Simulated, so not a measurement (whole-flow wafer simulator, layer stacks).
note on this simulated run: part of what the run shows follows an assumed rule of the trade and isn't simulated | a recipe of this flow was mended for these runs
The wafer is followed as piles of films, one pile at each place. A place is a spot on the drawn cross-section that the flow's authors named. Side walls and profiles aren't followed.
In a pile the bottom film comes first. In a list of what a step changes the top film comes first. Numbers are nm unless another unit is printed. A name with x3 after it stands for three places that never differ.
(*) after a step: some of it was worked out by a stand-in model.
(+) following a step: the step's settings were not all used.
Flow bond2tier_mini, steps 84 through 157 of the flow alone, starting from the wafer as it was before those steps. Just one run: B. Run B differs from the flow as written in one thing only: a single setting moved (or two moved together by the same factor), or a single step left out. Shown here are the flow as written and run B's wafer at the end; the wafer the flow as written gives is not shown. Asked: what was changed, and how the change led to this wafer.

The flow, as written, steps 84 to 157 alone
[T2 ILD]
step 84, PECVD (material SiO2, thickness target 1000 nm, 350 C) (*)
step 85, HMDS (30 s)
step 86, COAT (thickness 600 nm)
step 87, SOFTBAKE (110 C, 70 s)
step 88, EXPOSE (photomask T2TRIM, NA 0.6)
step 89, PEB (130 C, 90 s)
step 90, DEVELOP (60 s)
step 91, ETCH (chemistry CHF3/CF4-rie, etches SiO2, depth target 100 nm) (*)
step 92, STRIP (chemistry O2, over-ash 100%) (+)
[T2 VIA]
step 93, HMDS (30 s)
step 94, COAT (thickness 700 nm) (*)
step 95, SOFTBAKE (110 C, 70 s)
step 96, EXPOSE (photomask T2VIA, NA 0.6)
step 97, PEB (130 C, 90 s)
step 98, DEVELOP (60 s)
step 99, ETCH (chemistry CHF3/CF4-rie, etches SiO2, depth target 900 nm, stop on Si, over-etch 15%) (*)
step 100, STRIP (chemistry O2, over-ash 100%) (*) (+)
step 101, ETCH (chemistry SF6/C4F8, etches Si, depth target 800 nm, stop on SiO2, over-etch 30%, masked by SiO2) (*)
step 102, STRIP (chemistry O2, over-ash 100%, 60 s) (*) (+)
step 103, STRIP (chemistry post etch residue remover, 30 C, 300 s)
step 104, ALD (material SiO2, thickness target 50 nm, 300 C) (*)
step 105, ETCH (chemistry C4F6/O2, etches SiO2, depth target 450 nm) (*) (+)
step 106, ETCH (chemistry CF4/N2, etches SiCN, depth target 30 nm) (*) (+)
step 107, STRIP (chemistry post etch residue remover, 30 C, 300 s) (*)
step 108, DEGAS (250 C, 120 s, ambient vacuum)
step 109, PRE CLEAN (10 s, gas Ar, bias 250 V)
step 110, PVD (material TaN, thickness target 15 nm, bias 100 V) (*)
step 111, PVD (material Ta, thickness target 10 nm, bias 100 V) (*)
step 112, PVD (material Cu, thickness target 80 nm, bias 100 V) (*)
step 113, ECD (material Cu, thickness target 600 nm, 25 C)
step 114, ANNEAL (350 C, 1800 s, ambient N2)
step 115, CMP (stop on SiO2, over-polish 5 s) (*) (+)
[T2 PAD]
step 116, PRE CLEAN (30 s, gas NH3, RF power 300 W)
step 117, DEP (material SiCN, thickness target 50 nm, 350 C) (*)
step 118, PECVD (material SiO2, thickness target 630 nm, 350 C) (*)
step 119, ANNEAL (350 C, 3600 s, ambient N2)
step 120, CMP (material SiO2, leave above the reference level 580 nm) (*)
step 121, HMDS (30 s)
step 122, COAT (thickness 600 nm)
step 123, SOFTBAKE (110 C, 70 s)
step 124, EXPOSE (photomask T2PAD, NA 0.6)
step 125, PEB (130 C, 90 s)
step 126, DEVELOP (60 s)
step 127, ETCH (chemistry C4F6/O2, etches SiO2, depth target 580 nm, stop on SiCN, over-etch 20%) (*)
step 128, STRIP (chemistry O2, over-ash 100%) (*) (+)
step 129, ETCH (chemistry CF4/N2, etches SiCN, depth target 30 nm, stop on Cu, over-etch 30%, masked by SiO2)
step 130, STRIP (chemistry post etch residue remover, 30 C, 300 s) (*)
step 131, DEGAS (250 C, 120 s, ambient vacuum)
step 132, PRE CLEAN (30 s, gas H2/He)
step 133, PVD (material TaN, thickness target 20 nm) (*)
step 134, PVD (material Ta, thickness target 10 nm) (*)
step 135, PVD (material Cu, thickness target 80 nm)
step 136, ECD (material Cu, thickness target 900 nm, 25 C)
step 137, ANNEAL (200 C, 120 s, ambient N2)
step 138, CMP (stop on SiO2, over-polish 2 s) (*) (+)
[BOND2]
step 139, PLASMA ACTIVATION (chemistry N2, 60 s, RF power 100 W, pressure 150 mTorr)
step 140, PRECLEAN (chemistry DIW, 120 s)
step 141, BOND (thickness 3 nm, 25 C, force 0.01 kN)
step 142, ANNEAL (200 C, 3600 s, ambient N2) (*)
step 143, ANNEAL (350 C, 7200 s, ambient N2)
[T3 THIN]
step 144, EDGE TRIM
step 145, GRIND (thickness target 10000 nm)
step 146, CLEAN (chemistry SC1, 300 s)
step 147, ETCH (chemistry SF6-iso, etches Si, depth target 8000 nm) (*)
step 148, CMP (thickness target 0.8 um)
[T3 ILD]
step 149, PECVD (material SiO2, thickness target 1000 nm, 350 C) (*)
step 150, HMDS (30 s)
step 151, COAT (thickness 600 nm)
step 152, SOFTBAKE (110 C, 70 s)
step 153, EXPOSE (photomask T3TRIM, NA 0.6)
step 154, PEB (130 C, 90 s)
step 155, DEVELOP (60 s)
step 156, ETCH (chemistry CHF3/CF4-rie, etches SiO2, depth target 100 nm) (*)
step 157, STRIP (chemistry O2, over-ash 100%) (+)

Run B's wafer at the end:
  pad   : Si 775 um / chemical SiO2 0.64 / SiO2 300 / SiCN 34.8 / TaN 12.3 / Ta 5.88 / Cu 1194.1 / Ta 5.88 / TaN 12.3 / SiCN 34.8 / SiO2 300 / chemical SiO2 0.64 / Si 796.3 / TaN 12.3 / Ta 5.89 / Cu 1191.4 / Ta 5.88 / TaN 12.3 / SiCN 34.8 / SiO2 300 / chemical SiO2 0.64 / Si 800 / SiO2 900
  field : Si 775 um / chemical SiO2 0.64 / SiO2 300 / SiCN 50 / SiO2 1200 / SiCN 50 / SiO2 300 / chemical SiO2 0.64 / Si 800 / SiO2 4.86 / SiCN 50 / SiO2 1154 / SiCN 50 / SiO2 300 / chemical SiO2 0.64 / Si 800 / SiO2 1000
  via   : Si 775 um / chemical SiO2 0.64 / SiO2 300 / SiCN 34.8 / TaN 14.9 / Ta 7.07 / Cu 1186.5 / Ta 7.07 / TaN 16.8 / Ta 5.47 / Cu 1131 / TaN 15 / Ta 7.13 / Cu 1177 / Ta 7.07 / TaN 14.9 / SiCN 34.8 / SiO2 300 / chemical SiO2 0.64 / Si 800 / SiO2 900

The reason: step 84, PECVD: thickness target 437.5 nm was run, whereas the flow has thickness target 1000 nm.

Step by step, how the change led to this:
  step 84, PECVD (material SiO2, thickness target 1000 nm, 350 C) (*)
      field, pad, via: SiO2 gains 437.5 (new film) (as written it would have been: SiO2 gains 1000 (new film))
  step 99, ETCH (chemistry CHF3/CF4-rie, etches SiO2, depth target 900 nm, stop on Si, over-etch 15%) (*)
      field, pad: thick-KrF-resist loses 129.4 (as written it would have been: thick-KrF-resist loses 345)
      via: SiO2 loses 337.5 (all of it), Si loses 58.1 (as written it would have been: SiO2 loses 900 (all of it), Si loses 11.2)
  step 100, STRIP (chemistry O2, over-ash 100%) (*) (+)
      field: thick-KrF-resist loses 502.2 (all of it) (as written it would have been: thick-KrF-resist loses 286.6 (all of it))
      pad: thick-KrF-resist loses 588.6 (all of it) (as written it would have been: thick-KrF-resist loses 372.9 (all of it))
  step 101, ETCH (chemistry SF6/C4F8, etches Si, depth target 800 nm, stop on SiO2, over-etch 30%, masked by SiO2) (*)
      field, pad: SiO2 loses 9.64 (as written it would have been: SiO2 loses 10.3)
      via: Si loses 741.9 (all of it), chemical SiO2 loses 0.64 (all of it), SiO2 loses 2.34 (as written it would have been: Si loses 788.8 (all of it), chemical SiO2 loses 0.64 (all of it), SiO2 loses 1.87)
  step 105, ETCH (chemistry C4F6/O2, etches SiO2, depth target 450 nm) (*) (+)
      pad: SiO2 loses 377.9 (all of it), Si loses 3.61 (as written it would have been: SiO2 loses 450)
  step 106, ETCH (chemistry CF4/N2, etches SiCN, depth target 30 nm) (*) (+)
      pad: nothing (as written it would have been: SiO2 loses 20)
  step 109, PRE CLEAN (10 s, gas Ar, bias 250 V)
      pad: nothing (as written it would have been: SiO2 loses 3)
  step 110, PVD (material TaN, thickness target 15 nm, bias 100 V) (*)
      pad: TaN gains 15 (new film) (as written it would have been: TaN gains 14.2 (new film))
      via: TaN gains 8.27 (as written it would have been: TaN gains 6.94)
  step 111, PVD (material Ta, thickness target 10 nm, bias 100 V) (*)
      pad: Ta gains 10 (new film) (as written it would have been: Ta gains 9.42 (new film))
      via: Ta gains 5.47 (new film) (as written it would have been: Ta gains 4.57 (new film))
  step 112, PVD (material Cu, thickness target 80 nm, bias 100 V) (*)
      pad: Cu gains 80 (new film) (as written it would have been: Cu gains 75.3 (new film))
      via: Cu gains 42.6 (new film) (as written it would have been: Cu gains 35 (new film))
  step 113, ECD (material Cu, thickness target 600 nm, 25 C)
      pad: Cu gains 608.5 (as written it would have been: Cu gains 706.1)
      via: Cu gains 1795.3 (as written it would have been: Cu gains 2367)
  step 115, CMP (stop on SiO2, over-polish 5 s) (*) (+)
      field: Cu loses 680 (all of it), Ta loses 10 (all of it), TaN loses 15 (all of it) (as written it would have been: Cu loses 680 (all of it), Ta loses 10 (all of it), TaN loses 15 (all of it), SiO2 loses 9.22)
      pad: Cu loses 688.5 (all of it), Ta loses 10 (all of it), TaN loses 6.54 (as written it would have been: Cu loses 711.3)
  step 120, CMP (material SiO2, leave above the reference level 580 nm) (*)
      field: SiO2 loses 50 (as written it would have been: SiO2 loses 47.1)
  step 129, ETCH (chemistry CF4/N2, etches SiCN, depth target 30 nm, stop on Cu, over-etch 30%, masked by SiO2)
      pad: SiCN loses 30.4 (all of it), TaN loses 8.46 (all of it), Si loses 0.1 (as written it would have been: SiCN loses 30.4 (all of it), Cu loses 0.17)
  step 130, STRIP (chemistry post etch residue remover, 30 C, 300 s) (*)
      pad: nothing (as written it would have been: Cu loses 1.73)
